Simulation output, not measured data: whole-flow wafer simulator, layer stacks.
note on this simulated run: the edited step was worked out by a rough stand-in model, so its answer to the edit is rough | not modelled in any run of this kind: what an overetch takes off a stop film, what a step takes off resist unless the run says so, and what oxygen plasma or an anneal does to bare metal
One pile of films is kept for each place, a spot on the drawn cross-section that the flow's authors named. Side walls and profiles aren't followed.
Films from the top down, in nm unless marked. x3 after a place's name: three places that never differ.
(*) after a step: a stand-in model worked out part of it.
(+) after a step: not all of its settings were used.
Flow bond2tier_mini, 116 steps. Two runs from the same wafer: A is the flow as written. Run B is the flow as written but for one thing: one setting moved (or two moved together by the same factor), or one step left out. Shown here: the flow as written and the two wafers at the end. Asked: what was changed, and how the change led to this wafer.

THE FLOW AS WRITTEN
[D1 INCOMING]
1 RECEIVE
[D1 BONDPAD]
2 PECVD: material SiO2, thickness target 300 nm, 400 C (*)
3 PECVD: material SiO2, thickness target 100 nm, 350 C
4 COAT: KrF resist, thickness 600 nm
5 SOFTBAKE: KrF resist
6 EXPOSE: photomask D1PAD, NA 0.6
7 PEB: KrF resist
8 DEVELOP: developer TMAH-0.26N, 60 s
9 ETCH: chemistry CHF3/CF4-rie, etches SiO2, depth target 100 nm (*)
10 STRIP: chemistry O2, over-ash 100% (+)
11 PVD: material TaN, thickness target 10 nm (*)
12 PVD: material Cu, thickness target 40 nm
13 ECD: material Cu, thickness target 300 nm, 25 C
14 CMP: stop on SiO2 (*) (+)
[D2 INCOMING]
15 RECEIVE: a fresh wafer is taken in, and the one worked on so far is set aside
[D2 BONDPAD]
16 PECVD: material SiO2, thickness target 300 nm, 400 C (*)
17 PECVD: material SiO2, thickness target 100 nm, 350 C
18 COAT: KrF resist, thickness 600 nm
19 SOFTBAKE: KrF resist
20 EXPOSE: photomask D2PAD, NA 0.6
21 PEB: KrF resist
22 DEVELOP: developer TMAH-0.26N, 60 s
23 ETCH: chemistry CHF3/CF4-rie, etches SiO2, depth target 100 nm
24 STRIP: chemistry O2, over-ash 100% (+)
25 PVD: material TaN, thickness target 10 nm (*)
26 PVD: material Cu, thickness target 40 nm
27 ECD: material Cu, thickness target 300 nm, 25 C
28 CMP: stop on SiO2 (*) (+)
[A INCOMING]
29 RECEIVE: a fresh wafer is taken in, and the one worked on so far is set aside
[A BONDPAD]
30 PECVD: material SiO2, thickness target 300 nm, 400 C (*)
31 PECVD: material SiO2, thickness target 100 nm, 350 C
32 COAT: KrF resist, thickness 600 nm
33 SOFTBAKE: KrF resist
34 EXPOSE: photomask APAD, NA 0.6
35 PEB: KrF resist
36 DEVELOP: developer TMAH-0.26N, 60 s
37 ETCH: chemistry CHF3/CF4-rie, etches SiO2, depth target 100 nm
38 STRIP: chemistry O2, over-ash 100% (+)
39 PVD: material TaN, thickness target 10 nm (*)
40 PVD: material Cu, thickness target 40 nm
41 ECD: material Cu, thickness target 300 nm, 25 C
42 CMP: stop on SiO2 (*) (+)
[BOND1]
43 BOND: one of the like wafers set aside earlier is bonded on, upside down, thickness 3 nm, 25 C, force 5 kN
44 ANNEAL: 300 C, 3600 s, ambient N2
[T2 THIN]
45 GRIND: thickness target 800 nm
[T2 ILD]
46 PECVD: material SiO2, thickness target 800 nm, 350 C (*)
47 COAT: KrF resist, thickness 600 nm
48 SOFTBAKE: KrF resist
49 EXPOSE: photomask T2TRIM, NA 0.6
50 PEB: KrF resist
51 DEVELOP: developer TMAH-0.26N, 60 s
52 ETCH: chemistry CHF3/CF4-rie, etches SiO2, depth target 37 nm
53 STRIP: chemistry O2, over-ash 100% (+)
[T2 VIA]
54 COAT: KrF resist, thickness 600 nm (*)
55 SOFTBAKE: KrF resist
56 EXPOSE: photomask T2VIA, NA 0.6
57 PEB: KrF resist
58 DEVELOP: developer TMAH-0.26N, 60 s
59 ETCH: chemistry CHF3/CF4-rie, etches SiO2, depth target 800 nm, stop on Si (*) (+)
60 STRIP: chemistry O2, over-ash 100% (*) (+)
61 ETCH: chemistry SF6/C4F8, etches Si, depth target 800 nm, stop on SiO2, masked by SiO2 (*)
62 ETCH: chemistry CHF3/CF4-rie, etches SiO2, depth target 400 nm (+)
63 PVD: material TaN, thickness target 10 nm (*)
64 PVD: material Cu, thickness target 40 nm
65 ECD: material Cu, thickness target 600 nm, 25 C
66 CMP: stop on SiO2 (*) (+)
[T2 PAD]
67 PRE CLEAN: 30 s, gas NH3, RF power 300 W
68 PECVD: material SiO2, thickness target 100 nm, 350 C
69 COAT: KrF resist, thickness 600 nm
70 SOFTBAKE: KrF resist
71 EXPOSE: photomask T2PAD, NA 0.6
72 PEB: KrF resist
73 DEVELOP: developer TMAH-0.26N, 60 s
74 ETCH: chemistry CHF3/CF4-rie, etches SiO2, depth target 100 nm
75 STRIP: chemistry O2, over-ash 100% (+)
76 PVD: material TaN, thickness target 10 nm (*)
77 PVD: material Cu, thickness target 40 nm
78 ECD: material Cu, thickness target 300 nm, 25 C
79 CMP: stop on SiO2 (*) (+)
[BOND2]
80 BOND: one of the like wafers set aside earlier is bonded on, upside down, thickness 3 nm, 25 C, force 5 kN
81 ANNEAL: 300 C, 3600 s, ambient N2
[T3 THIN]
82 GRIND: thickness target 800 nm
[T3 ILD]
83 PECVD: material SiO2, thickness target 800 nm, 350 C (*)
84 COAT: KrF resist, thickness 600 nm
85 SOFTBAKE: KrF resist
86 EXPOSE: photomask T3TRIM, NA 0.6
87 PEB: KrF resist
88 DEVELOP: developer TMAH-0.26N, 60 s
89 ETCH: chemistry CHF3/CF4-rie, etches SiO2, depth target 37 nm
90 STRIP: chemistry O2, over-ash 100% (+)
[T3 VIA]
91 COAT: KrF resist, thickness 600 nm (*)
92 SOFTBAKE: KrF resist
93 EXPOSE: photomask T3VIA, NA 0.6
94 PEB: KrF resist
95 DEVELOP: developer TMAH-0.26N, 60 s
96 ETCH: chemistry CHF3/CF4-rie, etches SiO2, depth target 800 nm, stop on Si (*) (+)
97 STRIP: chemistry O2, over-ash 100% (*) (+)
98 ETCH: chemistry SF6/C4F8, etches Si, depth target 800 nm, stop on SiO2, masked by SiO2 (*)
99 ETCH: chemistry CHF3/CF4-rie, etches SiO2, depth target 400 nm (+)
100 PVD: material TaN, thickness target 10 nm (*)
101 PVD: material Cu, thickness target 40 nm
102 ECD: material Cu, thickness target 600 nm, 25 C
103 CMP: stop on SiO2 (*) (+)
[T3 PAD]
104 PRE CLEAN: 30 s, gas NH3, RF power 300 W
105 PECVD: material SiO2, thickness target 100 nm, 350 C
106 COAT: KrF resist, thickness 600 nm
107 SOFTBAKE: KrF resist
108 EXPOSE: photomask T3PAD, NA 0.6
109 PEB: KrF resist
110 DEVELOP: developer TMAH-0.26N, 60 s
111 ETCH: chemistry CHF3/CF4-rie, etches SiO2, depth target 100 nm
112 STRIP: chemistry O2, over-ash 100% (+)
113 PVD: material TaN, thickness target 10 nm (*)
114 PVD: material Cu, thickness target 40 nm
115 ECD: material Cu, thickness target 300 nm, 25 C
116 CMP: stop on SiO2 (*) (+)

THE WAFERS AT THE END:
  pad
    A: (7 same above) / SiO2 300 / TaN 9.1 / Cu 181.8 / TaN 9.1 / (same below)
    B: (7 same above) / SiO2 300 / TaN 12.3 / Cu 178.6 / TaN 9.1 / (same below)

The cause: step 25, PVD: thickness target 13.5 nm was run, where the flow has thickness target 10 nm.

How the change led to this, step by step:
  25 PVD: material TaN, thickness target 10 nm (*)
      field: A TaN +10 (new film) | B TaN +13.5 (new film)
      pad: A TaN +9.1 (new film) | B TaN +12.3 (new film)
      (and at 1 more place)
  28 CMP: stop on SiO2 (*) (+)
      field: A Cu -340 (all of it), TaN -10 (all of it) | B Cu -340 (all of it), TaN -13.5 (all of it)
  80 BOND: one of the like wafers set aside earlier is bonded on, upside down, thickness 3 nm, 25 C, force 5 kN
      pad: A Si +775 um (new film), chemical SiO2 +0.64 (new film), SiO2 +300 (new film), TaN +9.1 (new film), Cu +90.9 | B Si +775 um (new film), chemical SiO2 +0.64 (new film), SiO2 +300 (new film), TaN +12.3 (new film), Cu +87.7
